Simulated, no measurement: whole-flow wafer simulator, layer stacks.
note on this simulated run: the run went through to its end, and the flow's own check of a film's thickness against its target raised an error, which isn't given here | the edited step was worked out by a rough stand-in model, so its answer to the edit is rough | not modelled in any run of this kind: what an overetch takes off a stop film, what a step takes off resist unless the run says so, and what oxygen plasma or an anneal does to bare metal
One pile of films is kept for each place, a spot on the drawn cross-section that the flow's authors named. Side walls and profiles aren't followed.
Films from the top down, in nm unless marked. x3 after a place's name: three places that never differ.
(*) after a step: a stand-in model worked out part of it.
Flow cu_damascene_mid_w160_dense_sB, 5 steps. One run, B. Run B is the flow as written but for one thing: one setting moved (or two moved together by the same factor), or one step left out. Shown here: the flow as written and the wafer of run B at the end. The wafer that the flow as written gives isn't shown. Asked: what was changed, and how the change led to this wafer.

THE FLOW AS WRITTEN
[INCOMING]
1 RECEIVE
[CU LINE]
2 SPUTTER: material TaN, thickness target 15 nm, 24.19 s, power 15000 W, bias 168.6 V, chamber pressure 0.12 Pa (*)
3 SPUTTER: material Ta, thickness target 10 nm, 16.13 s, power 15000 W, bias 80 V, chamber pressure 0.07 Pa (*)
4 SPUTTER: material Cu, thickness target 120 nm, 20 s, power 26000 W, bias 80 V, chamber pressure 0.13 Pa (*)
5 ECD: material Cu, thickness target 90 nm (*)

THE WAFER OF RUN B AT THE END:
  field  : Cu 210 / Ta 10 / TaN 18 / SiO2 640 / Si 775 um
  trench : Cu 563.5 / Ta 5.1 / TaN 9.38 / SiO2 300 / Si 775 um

The cause: step 2, SPUTTER: thickness target 18 nm was run, where the flow has thickness target 15 nm.
It can be read off the wafer: field has TaN 18, and step 2 as written asks for 15 nm.

How the change led to this, step by step:
  2 SPUTTER: material TaN, thickness target 15 nm, 24.19 s, power 15000 W, bias 168.6 V, chamber pressure 0.12 Pa (*)
      field: TaN +18 (new film) (as written it would be: TaN +15 (new film))
      trench: TaN +9.38 (new film) (as written it would be: TaN +7.82 (new film))
